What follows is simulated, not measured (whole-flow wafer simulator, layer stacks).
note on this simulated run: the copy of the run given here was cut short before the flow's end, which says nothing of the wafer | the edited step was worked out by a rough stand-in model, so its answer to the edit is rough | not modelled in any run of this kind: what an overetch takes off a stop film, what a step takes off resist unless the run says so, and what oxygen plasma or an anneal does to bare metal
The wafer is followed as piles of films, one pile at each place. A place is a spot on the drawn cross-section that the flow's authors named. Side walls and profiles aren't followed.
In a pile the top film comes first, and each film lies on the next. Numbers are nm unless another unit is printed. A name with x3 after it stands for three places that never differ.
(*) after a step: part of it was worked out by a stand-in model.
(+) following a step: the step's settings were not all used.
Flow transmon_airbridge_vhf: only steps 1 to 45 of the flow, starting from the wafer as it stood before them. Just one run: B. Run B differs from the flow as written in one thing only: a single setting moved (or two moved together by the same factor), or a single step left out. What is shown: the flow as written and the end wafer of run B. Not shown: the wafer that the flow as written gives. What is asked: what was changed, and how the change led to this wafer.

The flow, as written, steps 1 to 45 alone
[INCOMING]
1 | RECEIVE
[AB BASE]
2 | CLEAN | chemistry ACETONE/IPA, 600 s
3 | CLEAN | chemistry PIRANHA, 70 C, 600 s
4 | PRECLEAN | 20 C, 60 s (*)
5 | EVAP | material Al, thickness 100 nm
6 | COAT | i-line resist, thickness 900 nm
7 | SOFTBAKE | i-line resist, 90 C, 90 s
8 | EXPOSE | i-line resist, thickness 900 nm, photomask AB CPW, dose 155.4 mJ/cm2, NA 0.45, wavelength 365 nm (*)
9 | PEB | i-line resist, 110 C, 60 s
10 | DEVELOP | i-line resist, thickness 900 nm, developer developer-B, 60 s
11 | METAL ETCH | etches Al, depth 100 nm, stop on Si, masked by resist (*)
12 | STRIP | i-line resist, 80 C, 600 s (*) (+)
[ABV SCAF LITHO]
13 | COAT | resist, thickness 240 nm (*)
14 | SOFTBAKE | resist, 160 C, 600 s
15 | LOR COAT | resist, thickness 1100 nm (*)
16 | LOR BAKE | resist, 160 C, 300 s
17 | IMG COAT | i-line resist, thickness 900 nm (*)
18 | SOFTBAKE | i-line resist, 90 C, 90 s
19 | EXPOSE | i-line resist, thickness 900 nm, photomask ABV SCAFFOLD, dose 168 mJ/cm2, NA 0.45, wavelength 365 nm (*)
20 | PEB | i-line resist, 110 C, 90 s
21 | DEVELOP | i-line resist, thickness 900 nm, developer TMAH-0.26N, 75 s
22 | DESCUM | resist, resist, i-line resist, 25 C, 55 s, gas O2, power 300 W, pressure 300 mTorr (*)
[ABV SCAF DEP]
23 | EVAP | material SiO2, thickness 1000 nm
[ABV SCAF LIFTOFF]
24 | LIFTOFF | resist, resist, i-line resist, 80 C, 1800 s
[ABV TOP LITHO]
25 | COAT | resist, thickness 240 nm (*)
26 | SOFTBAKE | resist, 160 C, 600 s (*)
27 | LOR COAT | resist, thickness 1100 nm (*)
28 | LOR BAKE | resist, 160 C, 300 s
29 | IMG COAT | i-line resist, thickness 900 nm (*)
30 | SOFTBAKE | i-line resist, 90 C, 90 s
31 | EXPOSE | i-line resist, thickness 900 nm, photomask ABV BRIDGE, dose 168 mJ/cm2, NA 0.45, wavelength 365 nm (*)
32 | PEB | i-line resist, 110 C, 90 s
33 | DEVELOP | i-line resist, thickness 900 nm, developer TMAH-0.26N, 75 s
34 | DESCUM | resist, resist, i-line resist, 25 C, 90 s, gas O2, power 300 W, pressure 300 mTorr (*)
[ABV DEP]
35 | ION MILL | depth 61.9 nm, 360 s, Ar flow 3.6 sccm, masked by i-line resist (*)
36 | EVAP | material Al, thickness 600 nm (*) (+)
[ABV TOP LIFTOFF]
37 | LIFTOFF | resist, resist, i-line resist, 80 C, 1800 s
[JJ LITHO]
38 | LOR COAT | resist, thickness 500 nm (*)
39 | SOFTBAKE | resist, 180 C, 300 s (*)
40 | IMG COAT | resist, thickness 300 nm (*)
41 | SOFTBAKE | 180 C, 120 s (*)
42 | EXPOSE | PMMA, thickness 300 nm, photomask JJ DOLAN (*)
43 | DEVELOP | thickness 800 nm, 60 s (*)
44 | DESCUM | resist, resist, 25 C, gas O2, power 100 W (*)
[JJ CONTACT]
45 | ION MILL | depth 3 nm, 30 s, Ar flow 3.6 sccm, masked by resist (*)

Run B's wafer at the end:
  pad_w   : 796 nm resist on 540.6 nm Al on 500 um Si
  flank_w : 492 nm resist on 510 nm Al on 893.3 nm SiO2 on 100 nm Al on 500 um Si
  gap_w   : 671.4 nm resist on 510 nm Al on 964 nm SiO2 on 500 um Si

What caused this: step 36, EVAP: thickness 510 nm was run, though the flow has thickness 600 nm.
The wafer lets one read it off: flank_w has Al 510, and step 36 as written asks for 600 nm.

Step by step, how the change led to this:
  36 | EVAP | material Al, thickness 600 nm (*) (+)
      field x3, jj_line, ground_far and 10 more: Al gains 510 (new film) (as written it would have been: Al gains 600 (new film))
      pad_w, pad_e: Al gains 502.5 (as written it would have been: Al gains 591.2)
  37 | LIFTOFF | resist, resist, i-line resist, 80 C, 1800 s
      field x3, jj_line, trace_open_s x2: Al loses 510 (all of it), i-line resist loses 600 (all of it), resist loses 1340 (all of it) (as written it would have been: Al loses 600 (all of it), i-line resist loses 600 (all of it), resist loses 1340 (all of it))
      margin_s, margin_n: Al loses 510 (all of it), i-line resist loses 318.3 (all of it), resist loses 992 (all of it) (as written it would have been: Al loses 600 (all of it), i-line resist loses 318.3 (all of it), resist loses 992 (all of it))
      (as well as at 1 more place)
  38 | LOR COAT | resist, thickness 500 nm (*)
      bridge_strip: resist gains 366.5 (new film) (as written it would have been: resist gains 356.4 (new film))
  40 | IMG COAT | resist, thickness 300 nm (*)
      bridge_strip: resist gains 202.4 (as written it would have been: resist gains 197.1)
